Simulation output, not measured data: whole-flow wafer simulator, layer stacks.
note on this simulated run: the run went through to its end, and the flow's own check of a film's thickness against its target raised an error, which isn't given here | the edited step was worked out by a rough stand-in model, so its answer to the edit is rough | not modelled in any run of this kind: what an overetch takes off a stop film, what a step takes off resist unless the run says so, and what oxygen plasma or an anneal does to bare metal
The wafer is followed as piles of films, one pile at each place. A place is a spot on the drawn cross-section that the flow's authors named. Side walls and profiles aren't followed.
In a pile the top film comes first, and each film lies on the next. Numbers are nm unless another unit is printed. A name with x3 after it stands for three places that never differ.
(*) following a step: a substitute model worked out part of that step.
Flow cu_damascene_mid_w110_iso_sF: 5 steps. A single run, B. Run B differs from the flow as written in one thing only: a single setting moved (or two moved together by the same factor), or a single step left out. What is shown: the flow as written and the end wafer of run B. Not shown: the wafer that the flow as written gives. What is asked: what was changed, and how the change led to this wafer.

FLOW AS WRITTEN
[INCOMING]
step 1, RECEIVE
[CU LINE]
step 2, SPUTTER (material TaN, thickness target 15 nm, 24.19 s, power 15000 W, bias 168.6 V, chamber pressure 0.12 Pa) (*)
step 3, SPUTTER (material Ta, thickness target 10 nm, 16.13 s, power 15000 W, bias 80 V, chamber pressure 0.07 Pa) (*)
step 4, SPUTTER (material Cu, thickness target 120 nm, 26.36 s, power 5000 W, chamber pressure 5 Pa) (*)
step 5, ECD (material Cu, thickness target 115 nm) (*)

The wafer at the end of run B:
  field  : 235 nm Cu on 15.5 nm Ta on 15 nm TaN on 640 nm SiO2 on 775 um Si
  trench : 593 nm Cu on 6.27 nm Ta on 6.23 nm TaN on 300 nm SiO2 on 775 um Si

What caused this: step 3, SPUTTER: thickness target 15.5 nm was run, whereas the flow has thickness target 10 nm; step 3, SPUTTER: 25 s was run, where the flow has 16.13 s.
The wafer itself shows it: field has Ta 15.5, and step 3 as written asks for 10 nm.

Step by step, how the change led to this:
  step 3, SPUTTER (material Ta, thickness target 10 nm, 16.13 s, power 15000 W, bias 80 V, chamber pressure 0.07 Pa) (*)
      field: Ta gains 15.5 (new film) (it would be, as written: Ta gains 10 (new film))
      trench: Ta gains 6.27 (new film) (it would be, as written: Ta gains 4.05 (new film))
